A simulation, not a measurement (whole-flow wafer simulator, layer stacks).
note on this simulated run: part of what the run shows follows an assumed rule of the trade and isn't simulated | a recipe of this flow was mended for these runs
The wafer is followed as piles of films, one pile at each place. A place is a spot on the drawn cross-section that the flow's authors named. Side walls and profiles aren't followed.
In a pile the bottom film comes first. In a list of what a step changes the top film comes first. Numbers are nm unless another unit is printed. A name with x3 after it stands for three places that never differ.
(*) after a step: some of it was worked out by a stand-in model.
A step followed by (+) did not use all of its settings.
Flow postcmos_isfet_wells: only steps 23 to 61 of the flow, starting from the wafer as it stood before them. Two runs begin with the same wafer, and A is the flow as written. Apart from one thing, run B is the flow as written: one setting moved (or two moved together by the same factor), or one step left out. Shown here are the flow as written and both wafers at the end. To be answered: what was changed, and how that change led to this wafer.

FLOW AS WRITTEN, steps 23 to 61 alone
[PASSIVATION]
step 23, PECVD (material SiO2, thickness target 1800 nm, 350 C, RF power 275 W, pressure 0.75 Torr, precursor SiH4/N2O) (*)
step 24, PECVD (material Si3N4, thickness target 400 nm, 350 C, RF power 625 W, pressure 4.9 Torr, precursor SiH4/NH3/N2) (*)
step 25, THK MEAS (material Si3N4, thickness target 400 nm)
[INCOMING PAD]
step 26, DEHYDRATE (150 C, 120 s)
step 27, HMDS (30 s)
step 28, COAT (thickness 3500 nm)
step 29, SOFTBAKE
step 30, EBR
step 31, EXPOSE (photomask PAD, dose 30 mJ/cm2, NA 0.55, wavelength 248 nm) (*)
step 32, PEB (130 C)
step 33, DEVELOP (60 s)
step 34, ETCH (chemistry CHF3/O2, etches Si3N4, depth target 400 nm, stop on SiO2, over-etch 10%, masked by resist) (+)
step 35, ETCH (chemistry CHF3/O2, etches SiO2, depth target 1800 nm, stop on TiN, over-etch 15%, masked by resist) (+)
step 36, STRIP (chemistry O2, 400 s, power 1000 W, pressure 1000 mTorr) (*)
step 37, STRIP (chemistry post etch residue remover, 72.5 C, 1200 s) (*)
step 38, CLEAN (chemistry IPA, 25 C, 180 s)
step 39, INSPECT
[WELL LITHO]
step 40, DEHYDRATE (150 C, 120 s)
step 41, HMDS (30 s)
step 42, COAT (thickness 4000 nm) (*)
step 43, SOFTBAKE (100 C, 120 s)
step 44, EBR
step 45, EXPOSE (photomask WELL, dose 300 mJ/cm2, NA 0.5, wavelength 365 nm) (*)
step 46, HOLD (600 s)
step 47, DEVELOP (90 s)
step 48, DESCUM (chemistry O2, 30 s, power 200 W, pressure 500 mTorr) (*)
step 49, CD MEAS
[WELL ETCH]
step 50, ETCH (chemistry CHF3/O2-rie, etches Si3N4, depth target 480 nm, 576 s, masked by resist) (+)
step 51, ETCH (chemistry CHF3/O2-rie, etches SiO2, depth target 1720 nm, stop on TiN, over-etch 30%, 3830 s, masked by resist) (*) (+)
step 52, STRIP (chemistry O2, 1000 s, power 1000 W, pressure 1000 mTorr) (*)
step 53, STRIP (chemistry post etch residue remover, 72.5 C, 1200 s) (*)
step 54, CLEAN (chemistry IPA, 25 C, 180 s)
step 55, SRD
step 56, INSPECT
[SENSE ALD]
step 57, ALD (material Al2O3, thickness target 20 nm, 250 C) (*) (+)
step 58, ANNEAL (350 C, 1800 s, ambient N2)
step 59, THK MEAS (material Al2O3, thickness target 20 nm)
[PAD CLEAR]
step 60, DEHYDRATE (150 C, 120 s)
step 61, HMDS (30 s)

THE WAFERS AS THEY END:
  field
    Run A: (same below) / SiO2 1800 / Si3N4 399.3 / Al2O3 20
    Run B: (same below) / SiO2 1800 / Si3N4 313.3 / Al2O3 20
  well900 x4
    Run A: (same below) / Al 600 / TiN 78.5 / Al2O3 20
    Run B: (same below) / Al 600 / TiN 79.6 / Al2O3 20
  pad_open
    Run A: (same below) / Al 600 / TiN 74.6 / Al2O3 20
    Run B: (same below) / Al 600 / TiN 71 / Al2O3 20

Cause: step 24, PECVD: thickness target 314 nm was run, though the flow has thickness target 400 nm.

How this came from the change, step by step:
  step 24, PECVD (material Si3N4, thickness target 400 nm, 350 C, RF power 625 W, pressure 4.9 Torr, precursor SiH4/NH3/N2) (*)
      field, margin x2, well900 x4, pad_clr, pad_open: A +400 Si3N4 (new film) | B +314 Si3N4 (new film)
  step 34, ETCH (chemistry CHF3/O2, etches Si3N4, depth target 400 nm, stop on SiO2, over-etch 10%, masked by resist) (+)
      field, margin x2, well900 x4, pad_clr: A -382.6 thick-KrF-resist | B -300.3 thick-KrF-resist
      pad_open: A -400 Si3N4 (all of it), -20 SiO2 | B -314 Si3N4 (all of it), -63 SiO2
  step 35, ETCH (chemistry CHF3/O2, etches SiO2, depth target 1800 nm, stop on TiN, over-etch 15%, masked by resist) (+)
      field, margin x2, well900 x4, pad_clr: A -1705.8 thick-KrF-resist | B -1664.6 thick-KrF-resist
      pad_open: A -1780 SiO2 (all of it), -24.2 TiN | B -1737 SiO2 (all of it), -27.8 TiN
  step 36, STRIP (chemistry O2, 400 s, power 1000 W, pressure 1000 mTorr) (*)
      field, margin x2, well900 x4, pad_clr: A -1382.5 thick-KrF-resist (all of it) | B -1506 thick-KrF-resist (all of it)
  step 43, SOFTBAKE (100 C, 120 s)
      pad_clr: A -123 thick-g/i-line-resist | B -116.6 thick-g/i-line-resist
      pad_open: A +73 thick-g/i-line-resist | B +70.9 thick-g/i-line-resist
  step 50, ETCH (chemistry CHF3/O2-rie, etches Si3N4, depth target 480 nm, 576 s, masked by resist) (+)
      well900 x4: A -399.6 Si3N4 (all of it), -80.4 SiO2 | B -313.6 Si3N4 (all of it), -166.4 SiO2
  step 51, ETCH (chemistry CHF3/O2-rie, etches SiO2, depth target 1720 nm, stop on TiN, over-etch 30%, 3830 s, masked by resist) (*) (+)
      well900 x4: A -1719.6 SiO2 (all of it), -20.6 TiN | B -1633.6 SiO2 (all of it), -19.6 TiN
